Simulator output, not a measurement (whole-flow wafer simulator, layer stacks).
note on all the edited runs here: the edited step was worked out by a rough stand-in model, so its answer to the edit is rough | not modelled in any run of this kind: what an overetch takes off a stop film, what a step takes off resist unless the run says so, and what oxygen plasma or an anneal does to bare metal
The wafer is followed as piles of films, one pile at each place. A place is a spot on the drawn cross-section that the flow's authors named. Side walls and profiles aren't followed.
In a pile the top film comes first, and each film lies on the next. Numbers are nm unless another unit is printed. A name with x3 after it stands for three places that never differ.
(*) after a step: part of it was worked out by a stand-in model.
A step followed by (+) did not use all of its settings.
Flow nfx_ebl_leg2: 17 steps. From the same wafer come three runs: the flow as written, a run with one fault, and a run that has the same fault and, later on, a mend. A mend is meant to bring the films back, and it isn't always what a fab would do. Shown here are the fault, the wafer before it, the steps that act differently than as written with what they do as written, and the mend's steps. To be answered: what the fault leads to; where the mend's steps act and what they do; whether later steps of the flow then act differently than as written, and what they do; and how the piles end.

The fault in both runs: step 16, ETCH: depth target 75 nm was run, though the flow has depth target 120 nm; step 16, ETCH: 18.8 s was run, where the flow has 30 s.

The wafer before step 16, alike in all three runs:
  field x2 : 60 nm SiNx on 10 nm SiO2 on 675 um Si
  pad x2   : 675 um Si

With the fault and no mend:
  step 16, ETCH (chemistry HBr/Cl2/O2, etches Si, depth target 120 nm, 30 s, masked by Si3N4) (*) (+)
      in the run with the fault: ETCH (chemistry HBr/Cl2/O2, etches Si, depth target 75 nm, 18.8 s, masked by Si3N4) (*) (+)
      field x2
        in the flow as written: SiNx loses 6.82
        in the run with the fault: SiNx loses 4.27
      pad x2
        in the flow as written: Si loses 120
        in the run with the fault: Si loses 75
  None of the later steps of the flow acts differently than as written at any place that is followed.
  By the end, the piles at field x2 depart from the flow's by more than 2% or 0.5 nm, whichever is larger.
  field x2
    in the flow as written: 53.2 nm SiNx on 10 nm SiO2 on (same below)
    in the run with the fault: 55.7 nm SiNx on 10 nm SiO2 on (same below)

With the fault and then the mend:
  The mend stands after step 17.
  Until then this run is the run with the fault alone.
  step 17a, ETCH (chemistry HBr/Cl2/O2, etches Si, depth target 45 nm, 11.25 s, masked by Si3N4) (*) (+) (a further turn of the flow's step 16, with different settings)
      field x2
        SiNx loses 2.56
      pad x2
        Si loses 45
  None of the later steps of the flow acts differently than as written at any place that is followed.
  At every place that both follow, the piles at the end match the flow's.
